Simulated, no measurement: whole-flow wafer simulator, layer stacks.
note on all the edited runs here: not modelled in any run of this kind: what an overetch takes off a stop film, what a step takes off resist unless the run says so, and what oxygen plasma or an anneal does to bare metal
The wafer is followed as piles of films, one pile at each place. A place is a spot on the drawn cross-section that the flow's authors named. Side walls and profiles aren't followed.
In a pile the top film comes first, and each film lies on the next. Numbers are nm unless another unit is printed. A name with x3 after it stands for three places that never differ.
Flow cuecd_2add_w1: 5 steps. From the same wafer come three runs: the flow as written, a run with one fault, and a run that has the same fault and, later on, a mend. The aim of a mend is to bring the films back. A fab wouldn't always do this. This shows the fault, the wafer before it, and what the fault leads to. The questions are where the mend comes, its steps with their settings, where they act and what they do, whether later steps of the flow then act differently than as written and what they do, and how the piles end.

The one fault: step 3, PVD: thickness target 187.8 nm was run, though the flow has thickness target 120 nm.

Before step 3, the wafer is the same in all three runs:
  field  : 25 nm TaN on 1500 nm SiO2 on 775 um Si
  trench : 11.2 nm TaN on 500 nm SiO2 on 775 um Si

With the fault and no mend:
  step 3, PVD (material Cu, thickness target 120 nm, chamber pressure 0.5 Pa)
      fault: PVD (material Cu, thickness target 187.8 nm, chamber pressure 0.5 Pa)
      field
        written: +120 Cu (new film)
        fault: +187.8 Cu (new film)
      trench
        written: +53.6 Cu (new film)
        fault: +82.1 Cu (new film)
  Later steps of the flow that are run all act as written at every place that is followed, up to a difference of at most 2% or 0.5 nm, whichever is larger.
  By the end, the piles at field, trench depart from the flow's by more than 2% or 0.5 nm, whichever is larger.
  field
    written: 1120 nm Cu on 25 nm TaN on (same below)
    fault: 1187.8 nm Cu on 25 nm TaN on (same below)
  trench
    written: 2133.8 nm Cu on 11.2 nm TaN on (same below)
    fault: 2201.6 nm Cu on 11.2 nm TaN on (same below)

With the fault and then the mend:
  After step 3 comes the mend.
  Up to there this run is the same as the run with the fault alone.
  step 3a, ETCH (chemistry cu recess dil, depth target 215.2 nm)
      field
        -187.8 Cu (all of it)
      trench
        -82.1 Cu (all of it)
  step 3b, PVD (material Cu, thickness target 120 nm, chamber pressure 0.5 Pa) (a further turn of the flow's step 3)
      field
        +120 Cu (new film)
      trench
        +53.6 Cu (new film)
  Later steps of the flow that are run all act as written at every place that is followed.
  By the end, the piles equal the flow's at every place that both follow.
